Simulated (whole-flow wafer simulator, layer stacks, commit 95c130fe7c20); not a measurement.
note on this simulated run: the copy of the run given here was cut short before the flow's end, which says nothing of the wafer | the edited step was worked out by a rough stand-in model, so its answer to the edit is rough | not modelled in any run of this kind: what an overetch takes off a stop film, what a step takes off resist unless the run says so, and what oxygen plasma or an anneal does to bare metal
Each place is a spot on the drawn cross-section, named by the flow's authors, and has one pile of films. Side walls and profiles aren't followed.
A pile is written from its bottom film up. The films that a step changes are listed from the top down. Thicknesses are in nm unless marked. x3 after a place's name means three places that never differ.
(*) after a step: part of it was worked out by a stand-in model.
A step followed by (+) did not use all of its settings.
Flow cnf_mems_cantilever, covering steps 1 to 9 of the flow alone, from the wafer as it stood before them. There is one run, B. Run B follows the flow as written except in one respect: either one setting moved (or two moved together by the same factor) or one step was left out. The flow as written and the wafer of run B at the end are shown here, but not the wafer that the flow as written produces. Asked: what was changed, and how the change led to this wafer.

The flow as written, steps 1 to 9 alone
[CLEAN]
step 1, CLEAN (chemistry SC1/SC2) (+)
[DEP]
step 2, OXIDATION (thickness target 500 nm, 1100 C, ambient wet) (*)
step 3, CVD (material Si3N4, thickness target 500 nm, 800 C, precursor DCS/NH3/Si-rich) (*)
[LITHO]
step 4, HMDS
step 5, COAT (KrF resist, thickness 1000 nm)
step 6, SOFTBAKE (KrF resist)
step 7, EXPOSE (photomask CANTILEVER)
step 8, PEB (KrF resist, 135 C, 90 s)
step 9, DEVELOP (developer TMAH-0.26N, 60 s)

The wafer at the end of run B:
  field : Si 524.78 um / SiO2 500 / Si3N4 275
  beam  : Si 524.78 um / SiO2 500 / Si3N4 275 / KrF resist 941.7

What caused this: step 3, CVD: thickness target 275 nm was run, while the flow as written has thickness target 500 nm.
One can read it off the wafer: field has Si3N4 275, and step 3 as written asks for 500 nm.

Step by step, how the change led to this:
  step 3, CVD (material Si3N4, thickness target 500 nm, 800 C, precursor DCS/NH3/Si-rich) (*)
      field, beam: +275 Si3N4 (new film) (in the flow as written it would be: +500 Si3N4 (new film))
